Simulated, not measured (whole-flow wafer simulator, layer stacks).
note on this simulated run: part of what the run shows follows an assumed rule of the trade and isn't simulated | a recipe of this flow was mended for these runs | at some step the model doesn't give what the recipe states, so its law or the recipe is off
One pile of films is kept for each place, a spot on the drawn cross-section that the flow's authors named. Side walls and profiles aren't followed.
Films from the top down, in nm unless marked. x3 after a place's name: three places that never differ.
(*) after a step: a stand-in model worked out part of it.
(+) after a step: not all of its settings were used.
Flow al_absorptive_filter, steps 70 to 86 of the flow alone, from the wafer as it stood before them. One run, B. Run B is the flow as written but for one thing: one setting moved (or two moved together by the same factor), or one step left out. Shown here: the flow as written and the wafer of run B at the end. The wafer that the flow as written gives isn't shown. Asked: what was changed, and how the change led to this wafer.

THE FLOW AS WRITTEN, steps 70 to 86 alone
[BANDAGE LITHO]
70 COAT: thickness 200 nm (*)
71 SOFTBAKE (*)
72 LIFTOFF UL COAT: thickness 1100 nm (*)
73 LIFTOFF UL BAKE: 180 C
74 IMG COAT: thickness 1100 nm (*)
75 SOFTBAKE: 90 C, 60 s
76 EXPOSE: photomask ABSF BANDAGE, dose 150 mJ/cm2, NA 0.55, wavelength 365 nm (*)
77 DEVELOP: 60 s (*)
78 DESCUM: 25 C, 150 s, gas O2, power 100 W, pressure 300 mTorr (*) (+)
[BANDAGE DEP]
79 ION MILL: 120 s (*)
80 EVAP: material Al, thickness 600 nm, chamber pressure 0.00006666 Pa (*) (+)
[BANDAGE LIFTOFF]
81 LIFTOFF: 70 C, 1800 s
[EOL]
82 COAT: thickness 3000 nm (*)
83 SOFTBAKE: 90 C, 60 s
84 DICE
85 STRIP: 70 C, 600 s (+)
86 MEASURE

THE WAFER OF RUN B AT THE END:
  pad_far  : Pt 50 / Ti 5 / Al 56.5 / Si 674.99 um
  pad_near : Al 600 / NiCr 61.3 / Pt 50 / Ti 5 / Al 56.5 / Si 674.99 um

The cause: step 78, DESCUM: 111 s was run, where the flow has 150 s.

How the change led to this, step by step:
  78 DESCUM: 25 C, 150 s, gas O2, power 100 W, pressure 300 mTorr (*) (+)
      pad_far: acrylic-e-beam-resist -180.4 (as written it would be: acrylic-e-beam-resist -203.2 (all of it))
      pad_near: acrylic-e-beam-resist -180.4 (as written it would be: acrylic-e-beam-resist -180.9 (all of it))
      (and at 12 more places)
  79 ION MILL: 120 s (*)
      pad_far: acrylic-e-beam-resist -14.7 (as written it would be: Pt -14.7)
  81 LIFTOFF: 70 C, 1800 s
      pad_far: Al -600 (all of it), acrylic-e-beam-resist -8.05 (all of it) (as written it would be: nothing)
      xa_field, xl_land, idc_field: Al -600 (all of it), i-line-resist -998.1 (all of it), lift-off-underlayer -1100 (all of it), acrylic-e-beam-resist -200 (all of it) (as written it would be: Al -600 (all of it), i-line-resist -966.4 (all of it), lift-off-underlayer -1100 (all of it), acrylic-e-beam-resist -200 (all of it))
      (and at 9 more places)
  82 COAT: thickness 3000 nm (*)
      gnd: i-line-resist +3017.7 (new film) (as written it would be: i-line-resist +3084.4 (new film))
      pad_far: i-line-resist +3039 (new film) (as written it would be: i-line-resist +2560.9 (new film))
      (and at 1 more place)
  83 SOFTBAKE: 90 C, 60 s
      gnd: i-line-resist +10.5 (as written it would be: i-line-resist +6.13)
      pad_far: i-line-resist -9.6 (as written it would be: i-line-resist -44.2)
      (and at 3 more places)
  85 STRIP: 70 C, 600 s (+)
      gnd: i-line-resist -3028.2 (all of it) (as written it would be: i-line-resist -3090.5 (all of it))
      pad_far: i-line-resist -3029.4 (all of it) (as written it would be: i-line-resist -2516.7 (all of it))
      (and at 1 more place)
